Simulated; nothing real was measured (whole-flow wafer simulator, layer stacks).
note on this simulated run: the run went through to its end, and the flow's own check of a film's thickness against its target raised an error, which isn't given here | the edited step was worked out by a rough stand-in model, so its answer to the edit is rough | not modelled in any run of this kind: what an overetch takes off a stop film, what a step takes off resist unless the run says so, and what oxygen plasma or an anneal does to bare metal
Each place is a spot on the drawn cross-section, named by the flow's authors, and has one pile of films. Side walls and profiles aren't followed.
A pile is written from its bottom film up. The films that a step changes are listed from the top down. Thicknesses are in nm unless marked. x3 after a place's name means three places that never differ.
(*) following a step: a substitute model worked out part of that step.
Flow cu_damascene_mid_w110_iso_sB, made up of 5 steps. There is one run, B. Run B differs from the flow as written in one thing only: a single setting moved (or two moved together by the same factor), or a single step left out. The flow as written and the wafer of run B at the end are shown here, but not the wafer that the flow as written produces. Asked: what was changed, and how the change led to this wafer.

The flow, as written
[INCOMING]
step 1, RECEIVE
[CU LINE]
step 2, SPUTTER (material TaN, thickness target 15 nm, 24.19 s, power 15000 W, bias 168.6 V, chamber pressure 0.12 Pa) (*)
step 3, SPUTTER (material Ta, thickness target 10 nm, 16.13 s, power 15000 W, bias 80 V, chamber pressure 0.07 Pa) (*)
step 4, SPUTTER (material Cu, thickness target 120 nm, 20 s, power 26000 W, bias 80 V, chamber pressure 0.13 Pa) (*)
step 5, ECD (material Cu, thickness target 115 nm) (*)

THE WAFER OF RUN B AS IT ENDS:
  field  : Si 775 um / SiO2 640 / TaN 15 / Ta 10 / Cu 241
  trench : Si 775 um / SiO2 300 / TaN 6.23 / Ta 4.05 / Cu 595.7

Cause: step 4, SPUTTER: thickness target 126 nm was run, while the flow as written has thickness target 120 nm; step 4, SPUTTER: 21 s was run, where the flow has 20 s.

How this came from the change, step by step:
  step 4, SPUTTER (material Cu, thickness target 120 nm, 20 s, power 26000 W, bias 80 V, chamber pressure 0.13 Pa) (*)
      field: +126 Cu (new film) (it would be, as written: +120 Cu (new film))
      trench: +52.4 Cu (new film) (it would be, as written: +49.9 Cu (new film))
